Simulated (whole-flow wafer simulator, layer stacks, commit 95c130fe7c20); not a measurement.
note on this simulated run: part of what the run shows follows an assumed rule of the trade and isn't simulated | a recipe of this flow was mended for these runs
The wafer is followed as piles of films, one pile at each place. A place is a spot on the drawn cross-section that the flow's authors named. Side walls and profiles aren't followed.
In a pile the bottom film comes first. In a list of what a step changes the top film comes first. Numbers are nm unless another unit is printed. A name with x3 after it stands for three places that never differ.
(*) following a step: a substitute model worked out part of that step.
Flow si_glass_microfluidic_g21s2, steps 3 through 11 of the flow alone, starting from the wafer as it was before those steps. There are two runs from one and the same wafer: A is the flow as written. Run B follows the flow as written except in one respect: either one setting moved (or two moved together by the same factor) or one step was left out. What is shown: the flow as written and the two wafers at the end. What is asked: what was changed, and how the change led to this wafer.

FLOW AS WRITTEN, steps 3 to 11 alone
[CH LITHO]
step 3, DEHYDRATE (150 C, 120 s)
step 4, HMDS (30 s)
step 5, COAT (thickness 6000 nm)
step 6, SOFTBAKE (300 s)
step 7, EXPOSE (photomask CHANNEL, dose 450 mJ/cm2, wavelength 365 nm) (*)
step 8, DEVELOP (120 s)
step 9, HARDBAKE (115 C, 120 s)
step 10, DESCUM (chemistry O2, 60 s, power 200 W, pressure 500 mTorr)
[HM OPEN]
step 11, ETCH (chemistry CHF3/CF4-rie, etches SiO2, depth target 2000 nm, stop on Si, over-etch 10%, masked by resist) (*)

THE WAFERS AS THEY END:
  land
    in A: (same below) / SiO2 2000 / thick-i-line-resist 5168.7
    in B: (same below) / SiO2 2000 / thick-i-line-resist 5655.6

What caused this: step 5, COAT: thickness 6491 nm was run, though the flow has thickness 6000 nm.

Step by step, how the change led to this:
  step 5, COAT (thickness 6000 nm)
      land, trench20 x3: A thick-i-line-resist gains 6000 (new film) | B thick-i-line-resist gains 6491 (new film)
  step 8, DEVELOP (120 s)
      trench20 x3: A thick-i-line-resist loses 6000 (all of it) | B thick-i-line-resist loses 6491 (all of it)
  step 9, HARDBAKE (115 C, 120 s)
      land: A thick-i-line-resist loses 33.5 | B thick-i-line-resist loses 37.6
